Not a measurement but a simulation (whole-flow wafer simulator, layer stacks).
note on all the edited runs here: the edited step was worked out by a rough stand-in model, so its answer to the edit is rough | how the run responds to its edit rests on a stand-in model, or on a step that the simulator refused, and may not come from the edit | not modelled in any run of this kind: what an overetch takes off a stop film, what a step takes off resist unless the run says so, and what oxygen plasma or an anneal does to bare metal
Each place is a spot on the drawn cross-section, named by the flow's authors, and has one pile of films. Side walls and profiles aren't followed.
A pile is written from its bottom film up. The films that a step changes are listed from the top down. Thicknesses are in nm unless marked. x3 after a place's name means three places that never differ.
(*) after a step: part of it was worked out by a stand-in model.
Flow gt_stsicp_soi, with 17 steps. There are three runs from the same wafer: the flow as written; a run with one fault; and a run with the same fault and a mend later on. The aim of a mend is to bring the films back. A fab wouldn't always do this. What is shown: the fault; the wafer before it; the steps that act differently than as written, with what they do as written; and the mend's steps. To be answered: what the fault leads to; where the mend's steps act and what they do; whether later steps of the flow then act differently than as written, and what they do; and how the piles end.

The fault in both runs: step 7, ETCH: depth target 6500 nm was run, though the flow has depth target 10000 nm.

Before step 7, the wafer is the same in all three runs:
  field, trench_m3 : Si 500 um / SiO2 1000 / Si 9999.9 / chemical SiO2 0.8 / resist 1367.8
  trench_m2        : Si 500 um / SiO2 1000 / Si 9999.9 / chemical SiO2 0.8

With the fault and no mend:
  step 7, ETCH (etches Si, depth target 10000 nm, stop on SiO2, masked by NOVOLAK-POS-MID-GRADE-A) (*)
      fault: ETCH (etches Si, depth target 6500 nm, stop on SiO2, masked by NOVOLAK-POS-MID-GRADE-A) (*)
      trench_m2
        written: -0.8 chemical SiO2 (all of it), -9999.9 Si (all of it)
        fault: -0.8 chemical SiO2 (all of it), -6500 Si
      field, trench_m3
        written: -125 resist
        fault: -81.2 resist
  Later steps of the flow acting differently than as written (not shown: 1 more step that differs only slightly, by at most 2% or 0.5 nm, whichever is larger):
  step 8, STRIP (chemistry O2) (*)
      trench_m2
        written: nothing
        fault: +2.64 chemical SiO2 (new film), -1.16 Si
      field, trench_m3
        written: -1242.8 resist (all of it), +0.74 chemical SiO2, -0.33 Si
        fault: -1286.6 resist (all of it), +0.75 chemical SiO2, -0.33 Si
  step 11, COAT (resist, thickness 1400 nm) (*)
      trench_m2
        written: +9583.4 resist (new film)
        fault: +6787.1 resist (new film)
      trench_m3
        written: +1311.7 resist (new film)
        fault: +1342.5 resist (new film)
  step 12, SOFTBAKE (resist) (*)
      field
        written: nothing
        fault: +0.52 resist
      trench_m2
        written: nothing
        fault: +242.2 resist
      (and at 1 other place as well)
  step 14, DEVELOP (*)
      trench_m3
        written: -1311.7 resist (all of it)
        fault: -1347.1 resist (all of it)
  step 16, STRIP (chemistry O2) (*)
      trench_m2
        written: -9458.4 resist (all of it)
        fault: -6904.3 resist (all of it), +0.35 chemical SiO2, -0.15 Si
  At trench_m2, the piles at the end differ from the flow's by more than 2% or 0.5 nm, whichever is larger.
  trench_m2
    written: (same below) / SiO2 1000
    fault: (same below) / SiO2 1000 / Si 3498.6 / chemical SiO2 2.98

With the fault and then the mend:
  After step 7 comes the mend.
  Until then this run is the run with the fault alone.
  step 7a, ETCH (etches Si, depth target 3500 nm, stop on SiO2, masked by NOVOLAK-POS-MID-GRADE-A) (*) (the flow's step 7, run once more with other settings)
      field, trench_m3
        -43.8 resist
      trench_m2
        -3499.9 Si (all of it)
  None of the later steps of the flow acts differently than as written at any place that is followed.
  By the end, the piles equal the flow's at every place that both follow.
